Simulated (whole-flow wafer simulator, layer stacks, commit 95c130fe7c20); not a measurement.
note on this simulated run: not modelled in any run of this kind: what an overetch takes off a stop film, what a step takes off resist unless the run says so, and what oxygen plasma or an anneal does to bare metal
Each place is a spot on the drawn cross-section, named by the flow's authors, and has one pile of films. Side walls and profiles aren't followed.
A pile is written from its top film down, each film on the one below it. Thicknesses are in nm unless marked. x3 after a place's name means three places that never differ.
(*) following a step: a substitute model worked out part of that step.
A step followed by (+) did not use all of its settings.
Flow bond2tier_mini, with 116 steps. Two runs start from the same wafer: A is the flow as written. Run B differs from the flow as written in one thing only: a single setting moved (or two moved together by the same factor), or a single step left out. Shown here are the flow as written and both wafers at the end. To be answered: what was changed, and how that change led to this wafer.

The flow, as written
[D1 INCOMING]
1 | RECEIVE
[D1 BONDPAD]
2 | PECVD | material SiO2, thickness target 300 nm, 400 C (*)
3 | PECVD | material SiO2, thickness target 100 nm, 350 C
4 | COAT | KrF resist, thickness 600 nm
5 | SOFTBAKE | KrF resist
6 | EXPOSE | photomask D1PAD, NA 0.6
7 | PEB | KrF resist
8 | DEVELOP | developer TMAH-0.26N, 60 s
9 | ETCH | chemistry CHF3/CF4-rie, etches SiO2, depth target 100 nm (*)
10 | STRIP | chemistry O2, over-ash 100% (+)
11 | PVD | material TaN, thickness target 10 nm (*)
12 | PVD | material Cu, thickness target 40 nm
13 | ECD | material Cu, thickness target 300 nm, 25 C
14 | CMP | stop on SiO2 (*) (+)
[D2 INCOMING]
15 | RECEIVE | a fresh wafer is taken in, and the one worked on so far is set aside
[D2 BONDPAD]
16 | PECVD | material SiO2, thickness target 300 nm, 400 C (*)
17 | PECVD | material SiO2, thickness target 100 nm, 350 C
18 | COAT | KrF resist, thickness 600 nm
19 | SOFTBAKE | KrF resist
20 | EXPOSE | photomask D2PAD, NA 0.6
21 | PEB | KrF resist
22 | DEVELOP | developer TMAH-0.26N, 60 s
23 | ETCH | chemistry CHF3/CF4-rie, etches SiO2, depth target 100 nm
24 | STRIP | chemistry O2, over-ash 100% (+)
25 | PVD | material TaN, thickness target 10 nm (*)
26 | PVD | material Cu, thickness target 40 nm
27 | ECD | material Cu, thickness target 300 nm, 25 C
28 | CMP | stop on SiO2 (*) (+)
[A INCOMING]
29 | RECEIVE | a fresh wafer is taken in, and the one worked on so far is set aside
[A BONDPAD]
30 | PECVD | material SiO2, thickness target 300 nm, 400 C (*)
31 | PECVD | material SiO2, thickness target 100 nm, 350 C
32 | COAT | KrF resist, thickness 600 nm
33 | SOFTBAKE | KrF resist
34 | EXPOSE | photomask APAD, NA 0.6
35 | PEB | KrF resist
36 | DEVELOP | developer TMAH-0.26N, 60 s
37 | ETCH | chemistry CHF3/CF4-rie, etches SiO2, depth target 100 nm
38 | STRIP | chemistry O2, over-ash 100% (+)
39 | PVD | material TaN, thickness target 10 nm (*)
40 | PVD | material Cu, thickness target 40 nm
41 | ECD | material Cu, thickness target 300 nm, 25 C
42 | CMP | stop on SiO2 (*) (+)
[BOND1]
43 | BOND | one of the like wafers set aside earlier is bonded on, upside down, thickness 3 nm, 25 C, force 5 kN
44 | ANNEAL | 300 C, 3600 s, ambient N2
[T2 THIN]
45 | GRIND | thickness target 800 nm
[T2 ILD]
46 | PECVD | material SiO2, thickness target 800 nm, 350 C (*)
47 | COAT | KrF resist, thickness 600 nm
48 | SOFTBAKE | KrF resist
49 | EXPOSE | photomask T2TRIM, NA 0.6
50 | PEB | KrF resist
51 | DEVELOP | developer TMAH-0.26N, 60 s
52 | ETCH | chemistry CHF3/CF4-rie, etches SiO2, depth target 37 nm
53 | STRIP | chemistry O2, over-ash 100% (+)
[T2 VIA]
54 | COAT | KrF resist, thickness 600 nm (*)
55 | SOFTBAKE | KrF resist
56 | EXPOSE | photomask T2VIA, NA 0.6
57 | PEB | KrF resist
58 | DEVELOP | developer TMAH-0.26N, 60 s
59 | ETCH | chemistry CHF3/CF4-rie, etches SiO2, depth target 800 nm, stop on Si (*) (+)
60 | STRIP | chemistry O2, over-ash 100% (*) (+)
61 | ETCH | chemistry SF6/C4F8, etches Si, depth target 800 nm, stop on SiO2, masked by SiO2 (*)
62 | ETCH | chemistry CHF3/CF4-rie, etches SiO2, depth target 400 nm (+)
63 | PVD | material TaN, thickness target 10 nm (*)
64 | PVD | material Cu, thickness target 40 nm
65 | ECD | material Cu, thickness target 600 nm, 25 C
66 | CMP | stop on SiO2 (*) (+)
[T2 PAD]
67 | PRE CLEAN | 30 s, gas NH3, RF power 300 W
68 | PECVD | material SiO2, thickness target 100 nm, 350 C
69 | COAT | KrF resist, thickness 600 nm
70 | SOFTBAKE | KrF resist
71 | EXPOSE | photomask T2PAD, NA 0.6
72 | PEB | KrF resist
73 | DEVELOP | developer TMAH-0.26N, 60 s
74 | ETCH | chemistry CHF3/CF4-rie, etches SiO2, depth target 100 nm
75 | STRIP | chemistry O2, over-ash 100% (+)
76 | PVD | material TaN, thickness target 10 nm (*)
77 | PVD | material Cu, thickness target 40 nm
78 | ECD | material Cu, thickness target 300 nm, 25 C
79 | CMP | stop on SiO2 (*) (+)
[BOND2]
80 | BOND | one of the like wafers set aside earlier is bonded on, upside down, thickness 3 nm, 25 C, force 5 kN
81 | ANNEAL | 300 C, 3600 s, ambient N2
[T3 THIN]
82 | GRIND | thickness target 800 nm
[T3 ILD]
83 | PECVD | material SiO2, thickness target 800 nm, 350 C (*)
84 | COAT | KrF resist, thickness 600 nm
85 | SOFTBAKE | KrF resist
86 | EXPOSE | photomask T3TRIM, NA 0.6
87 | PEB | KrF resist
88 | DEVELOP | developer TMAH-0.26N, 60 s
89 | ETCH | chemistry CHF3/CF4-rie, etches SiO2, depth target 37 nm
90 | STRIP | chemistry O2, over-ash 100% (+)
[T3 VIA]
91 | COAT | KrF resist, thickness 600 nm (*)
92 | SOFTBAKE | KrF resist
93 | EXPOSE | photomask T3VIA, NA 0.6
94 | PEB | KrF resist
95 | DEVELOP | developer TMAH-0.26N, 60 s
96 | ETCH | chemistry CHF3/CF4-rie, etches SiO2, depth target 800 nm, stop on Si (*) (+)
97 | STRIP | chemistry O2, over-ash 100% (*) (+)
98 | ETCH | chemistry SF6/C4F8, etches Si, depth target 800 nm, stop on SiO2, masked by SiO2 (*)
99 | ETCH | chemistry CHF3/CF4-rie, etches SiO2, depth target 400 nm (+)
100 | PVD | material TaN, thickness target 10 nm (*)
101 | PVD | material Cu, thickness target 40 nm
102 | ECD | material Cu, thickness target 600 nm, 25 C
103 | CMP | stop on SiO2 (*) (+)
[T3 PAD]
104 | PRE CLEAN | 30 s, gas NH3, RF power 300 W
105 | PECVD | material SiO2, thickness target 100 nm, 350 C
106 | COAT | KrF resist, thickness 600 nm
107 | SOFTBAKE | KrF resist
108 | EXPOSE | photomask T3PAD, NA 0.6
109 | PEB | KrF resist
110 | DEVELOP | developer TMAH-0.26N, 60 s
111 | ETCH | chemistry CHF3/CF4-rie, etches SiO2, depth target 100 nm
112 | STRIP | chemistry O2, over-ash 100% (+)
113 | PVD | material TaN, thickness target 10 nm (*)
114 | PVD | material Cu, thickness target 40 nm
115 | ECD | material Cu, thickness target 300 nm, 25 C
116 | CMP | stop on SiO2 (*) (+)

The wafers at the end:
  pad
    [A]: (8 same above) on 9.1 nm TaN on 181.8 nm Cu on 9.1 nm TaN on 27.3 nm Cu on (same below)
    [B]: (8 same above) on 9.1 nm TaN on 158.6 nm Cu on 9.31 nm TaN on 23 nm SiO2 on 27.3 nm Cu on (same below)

Cause: step 74, ETCH: depth target 77 nm was run, while the flow as written has depth target 100 nm.

How this came from the change, step by step:
  74 | ETCH | chemistry CHF3/CF4-rie, etches SiO2, depth target 100 nm
      pad: A -100 SiO2 (all of it) | B -77 SiO2
      field: A -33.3 KrF resist | B -25.7 KrF resist
  77 | PVD | material Cu, thickness target 40 nm
      pad: A +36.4 Cu (new film) | B +37.2 Cu (new film)
  78 | ECD | material Cu, thickness target 300 nm, 25 C
      pad: A +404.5 Cu | B +380.5 Cu
If metal films that touch count as one body, pad has 4 bodies (between them, from the top down: SiO2 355 / Si 800 / chemical SiO2 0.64 / SiO2 300; SiO2 23; SiO2 355 / Si 800 / chemical SiO2 0.64 / SiO2 300); the flow as written gives 3 bodies (between them, from the top down: SiO2 355 / Si 800 / chemical SiO2 0.64 / SiO2 300; SiO2 355 / Si 800 / chemical SiO2 0.64 / SiO2 300).
